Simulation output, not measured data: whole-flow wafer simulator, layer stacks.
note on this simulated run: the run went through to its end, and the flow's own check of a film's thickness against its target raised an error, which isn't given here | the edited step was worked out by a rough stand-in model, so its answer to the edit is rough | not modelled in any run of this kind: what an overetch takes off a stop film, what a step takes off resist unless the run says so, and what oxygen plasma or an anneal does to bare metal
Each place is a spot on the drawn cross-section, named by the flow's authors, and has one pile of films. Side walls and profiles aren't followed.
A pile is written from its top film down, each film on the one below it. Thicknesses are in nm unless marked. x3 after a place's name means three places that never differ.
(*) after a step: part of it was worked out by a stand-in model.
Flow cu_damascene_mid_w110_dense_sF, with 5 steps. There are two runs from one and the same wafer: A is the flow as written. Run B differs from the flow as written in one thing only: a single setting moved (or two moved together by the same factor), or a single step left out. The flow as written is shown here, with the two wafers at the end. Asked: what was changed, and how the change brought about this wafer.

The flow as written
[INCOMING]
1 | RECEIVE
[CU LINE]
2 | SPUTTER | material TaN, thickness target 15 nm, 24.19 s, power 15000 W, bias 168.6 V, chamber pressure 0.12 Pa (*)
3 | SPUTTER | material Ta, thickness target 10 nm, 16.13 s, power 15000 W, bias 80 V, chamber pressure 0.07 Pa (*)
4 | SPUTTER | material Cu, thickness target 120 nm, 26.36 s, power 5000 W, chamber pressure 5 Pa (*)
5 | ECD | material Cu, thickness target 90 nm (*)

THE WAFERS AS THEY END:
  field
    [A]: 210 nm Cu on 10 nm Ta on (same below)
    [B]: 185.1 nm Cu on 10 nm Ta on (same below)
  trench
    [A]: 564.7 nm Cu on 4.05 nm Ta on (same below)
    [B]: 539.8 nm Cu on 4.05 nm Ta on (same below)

What caused this: step 4, SPUTTER: 21.09 s was run, though the flow has 26.36 s.

How this came from the change, step by step:
  4 | SPUTTER | material Cu, thickness target 120 nm, 26.36 s, power 5000 W, chamber pressure 5 Pa (*)
      field: A +120 Cu (new film) | B +95.1 Cu (new film)
      trench: A +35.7 Cu (new film) | B +28.3 Cu (new film)
  5 | ECD | material Cu, thickness target 90 nm (*)
      trench: A +529 Cu | B +511.5 Cu
